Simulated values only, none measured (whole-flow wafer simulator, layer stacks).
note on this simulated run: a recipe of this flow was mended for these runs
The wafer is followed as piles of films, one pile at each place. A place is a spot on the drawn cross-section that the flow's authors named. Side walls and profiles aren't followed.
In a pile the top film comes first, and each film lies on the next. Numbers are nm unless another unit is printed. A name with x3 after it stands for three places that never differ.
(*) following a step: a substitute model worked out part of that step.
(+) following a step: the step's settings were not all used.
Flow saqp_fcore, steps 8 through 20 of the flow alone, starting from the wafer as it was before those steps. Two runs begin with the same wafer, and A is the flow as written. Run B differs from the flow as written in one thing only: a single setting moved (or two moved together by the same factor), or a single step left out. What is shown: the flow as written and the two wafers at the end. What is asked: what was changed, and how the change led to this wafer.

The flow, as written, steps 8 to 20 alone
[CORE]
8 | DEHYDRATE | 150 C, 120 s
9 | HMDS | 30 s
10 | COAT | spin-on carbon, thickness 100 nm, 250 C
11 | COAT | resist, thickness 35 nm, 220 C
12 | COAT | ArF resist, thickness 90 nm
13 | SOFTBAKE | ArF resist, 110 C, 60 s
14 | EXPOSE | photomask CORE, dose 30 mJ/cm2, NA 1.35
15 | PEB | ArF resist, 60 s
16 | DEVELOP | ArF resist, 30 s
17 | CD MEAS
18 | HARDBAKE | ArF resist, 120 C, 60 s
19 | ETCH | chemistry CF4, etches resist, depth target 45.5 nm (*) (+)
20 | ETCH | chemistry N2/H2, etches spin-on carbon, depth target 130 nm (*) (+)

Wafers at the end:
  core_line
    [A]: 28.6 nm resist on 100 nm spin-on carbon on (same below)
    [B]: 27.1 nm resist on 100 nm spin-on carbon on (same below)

What caused this: step 12, COAT: thickness 54 nm was run, though the flow has thickness 90 nm.

Step by step, how the change led to this:
  12 | COAT | ArF resist, thickness 90 nm
      field x2, core_line: A +90 ArF resist (new film) | B +54 ArF resist (new film)
  16 | DEVELOP | ArF resist, 30 s
      field x2: A -89.6 ArF resist (all of it) | B -53.7 ArF resist (all of it)
  18 | HARDBAKE | ArF resist, 120 C, 60 s
      core_line: A -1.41 ArF resist | B -0.84 ArF resist
  20 | ETCH | chemistry N2/H2, etches spin-on carbon, depth target 130 nm (*) (+)
      core_line: A -53.9 ArF resist (all of it), -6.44 resist | B -18.7 ArF resist (all of it), -7.89 resist
